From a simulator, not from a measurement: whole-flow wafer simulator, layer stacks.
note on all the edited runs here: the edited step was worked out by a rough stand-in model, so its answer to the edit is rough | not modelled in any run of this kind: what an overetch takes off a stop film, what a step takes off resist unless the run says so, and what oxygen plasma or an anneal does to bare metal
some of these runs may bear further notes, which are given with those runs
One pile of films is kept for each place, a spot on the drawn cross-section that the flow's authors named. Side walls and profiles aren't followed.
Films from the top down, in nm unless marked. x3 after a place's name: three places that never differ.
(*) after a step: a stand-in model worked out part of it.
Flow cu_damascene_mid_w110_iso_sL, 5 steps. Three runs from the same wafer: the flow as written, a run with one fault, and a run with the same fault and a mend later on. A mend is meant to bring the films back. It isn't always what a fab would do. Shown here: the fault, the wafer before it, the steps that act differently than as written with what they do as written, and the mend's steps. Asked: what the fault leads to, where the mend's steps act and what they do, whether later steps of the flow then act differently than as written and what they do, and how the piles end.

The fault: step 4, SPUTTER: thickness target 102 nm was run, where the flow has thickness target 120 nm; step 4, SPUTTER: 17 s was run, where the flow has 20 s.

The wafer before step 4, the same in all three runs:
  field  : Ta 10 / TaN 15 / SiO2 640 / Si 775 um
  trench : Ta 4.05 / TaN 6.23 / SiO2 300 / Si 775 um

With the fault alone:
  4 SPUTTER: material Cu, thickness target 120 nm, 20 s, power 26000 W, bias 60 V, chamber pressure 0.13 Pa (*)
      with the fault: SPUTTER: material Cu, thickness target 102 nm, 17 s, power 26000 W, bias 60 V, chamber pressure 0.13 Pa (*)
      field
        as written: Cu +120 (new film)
        with the fault: Cu +102 (new film)
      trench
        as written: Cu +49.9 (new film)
        with the fault: Cu +42.4 (new film)
  No later step of the flow acts differently than as written, at any place that is followed, by more than 2% or 0.5 nm, whichever is larger.
  At the end the piles differ from the flow's by more than 2% or 0.5 nm, whichever is larger, at field, trench.
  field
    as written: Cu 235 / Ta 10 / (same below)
    with the fault: Cu 217 / Ta 10 / (same below)
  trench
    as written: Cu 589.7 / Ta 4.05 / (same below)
    with the fault: Cu 571.7 / Ta 4.05 / (same below)

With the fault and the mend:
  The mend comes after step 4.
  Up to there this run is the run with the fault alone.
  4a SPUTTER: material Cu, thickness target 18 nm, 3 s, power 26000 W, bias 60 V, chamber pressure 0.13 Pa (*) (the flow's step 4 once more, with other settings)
      field
        Cu +18
      trench
        Cu +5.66
  No later step of the flow acts differently than as written, at any place that is followed, by more than 2% or 0.5 nm, whichever is larger.
  At the end the piles are the same as the flow's at every place that both follow.
